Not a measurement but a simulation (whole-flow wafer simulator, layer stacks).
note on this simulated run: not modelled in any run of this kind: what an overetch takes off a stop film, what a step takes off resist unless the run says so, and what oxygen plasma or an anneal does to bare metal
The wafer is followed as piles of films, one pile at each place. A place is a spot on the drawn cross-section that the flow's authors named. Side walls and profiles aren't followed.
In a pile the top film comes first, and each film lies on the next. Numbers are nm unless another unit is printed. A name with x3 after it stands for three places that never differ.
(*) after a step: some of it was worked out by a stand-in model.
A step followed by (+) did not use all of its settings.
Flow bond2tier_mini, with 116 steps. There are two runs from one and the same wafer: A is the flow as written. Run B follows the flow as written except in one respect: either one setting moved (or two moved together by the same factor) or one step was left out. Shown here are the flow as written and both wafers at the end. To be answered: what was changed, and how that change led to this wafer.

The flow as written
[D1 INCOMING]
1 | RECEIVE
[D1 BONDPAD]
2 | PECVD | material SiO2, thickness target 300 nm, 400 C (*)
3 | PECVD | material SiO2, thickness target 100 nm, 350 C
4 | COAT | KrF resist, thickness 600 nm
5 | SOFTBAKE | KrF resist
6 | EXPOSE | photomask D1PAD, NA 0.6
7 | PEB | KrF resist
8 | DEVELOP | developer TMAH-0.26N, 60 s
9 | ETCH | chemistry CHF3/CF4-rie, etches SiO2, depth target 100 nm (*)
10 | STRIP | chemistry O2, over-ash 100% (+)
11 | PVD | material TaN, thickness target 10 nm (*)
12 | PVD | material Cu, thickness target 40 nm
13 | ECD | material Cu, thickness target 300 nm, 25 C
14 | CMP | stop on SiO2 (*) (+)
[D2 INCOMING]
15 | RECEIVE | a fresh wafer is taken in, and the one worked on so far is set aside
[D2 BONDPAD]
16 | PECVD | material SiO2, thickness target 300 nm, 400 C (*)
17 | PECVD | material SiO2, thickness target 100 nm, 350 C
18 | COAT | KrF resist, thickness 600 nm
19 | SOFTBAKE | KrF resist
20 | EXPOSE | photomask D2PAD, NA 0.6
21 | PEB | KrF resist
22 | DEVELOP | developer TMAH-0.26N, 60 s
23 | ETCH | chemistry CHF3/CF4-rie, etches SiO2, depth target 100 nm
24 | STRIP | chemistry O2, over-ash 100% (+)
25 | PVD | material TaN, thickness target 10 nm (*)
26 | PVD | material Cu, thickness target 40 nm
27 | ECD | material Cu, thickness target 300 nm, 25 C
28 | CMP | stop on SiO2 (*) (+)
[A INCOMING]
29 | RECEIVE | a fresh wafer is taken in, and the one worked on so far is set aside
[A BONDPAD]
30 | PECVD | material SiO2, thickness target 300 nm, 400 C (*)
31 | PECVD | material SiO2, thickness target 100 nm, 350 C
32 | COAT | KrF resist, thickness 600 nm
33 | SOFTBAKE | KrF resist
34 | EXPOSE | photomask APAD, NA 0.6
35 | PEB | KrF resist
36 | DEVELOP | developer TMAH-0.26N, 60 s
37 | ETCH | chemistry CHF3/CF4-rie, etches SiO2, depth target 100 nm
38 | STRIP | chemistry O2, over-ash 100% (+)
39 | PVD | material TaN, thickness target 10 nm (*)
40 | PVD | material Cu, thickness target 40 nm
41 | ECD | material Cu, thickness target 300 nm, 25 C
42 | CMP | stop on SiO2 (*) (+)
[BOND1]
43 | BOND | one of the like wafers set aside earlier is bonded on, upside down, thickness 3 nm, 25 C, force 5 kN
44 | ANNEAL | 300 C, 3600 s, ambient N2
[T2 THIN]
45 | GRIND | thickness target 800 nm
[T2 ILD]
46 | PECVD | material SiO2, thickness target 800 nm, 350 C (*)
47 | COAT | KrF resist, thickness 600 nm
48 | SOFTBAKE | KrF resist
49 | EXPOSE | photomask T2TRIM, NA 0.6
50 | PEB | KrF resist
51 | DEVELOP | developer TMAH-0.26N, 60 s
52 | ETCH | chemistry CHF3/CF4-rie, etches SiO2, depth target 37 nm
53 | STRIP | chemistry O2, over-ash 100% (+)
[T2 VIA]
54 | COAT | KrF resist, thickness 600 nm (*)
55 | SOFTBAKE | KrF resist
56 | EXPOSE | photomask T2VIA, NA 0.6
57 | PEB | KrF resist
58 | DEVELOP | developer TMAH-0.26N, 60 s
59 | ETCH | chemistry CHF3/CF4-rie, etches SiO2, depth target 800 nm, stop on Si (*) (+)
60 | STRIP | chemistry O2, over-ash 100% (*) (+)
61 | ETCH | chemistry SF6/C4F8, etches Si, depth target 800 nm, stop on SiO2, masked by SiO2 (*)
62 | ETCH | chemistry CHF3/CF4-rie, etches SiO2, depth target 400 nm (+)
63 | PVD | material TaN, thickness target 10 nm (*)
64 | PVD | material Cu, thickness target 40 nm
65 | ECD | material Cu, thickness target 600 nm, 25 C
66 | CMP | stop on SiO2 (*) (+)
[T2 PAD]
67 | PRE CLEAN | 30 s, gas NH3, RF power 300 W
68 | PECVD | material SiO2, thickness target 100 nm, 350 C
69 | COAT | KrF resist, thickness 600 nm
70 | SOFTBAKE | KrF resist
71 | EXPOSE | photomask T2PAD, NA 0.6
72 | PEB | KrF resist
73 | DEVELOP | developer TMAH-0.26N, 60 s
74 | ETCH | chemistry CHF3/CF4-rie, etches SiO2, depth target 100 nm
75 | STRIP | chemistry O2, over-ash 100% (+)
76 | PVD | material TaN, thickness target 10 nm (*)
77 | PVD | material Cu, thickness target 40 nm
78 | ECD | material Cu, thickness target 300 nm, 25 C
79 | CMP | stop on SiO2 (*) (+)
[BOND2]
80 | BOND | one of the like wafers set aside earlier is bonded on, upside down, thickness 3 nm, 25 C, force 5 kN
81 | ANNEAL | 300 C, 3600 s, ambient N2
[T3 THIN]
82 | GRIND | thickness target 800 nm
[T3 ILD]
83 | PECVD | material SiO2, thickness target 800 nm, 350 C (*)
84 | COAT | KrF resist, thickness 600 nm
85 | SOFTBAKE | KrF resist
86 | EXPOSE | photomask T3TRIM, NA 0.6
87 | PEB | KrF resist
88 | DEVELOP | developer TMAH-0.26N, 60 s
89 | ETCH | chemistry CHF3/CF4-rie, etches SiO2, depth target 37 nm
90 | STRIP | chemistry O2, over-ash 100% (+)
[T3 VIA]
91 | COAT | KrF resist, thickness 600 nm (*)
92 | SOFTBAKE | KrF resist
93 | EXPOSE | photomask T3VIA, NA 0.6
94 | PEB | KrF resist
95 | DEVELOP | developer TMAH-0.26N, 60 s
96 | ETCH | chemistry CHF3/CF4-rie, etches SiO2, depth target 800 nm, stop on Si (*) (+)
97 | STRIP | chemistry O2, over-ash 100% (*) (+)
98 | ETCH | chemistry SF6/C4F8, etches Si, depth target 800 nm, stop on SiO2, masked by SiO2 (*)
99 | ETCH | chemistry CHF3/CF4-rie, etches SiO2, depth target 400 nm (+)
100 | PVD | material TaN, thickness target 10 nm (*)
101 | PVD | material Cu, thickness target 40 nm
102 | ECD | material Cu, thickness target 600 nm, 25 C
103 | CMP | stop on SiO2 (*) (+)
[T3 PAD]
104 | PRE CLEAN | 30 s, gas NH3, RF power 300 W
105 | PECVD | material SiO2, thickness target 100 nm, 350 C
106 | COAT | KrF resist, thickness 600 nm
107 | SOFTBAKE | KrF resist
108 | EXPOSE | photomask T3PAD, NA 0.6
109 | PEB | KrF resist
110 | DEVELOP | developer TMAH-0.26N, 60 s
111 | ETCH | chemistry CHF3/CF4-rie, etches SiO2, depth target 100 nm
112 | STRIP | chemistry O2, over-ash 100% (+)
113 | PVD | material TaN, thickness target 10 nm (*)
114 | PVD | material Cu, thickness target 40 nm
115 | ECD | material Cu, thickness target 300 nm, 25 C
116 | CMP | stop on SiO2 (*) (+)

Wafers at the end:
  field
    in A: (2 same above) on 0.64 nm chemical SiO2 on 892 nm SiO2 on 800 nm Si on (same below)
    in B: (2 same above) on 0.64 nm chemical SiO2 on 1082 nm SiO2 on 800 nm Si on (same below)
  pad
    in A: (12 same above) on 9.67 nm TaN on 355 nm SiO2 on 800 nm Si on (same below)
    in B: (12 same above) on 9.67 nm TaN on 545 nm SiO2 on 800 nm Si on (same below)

What caused this: step 62, ETCH: depth target 210 nm was run, while the flow as written has depth target 400 nm.

The path from the change to this, step by step:
  62 | ETCH | chemistry CHF3/CF4-rie, etches SiO2, depth target 400 nm (+)
      field, pad: A SiO2 loses 400 | B SiO2 loses 210
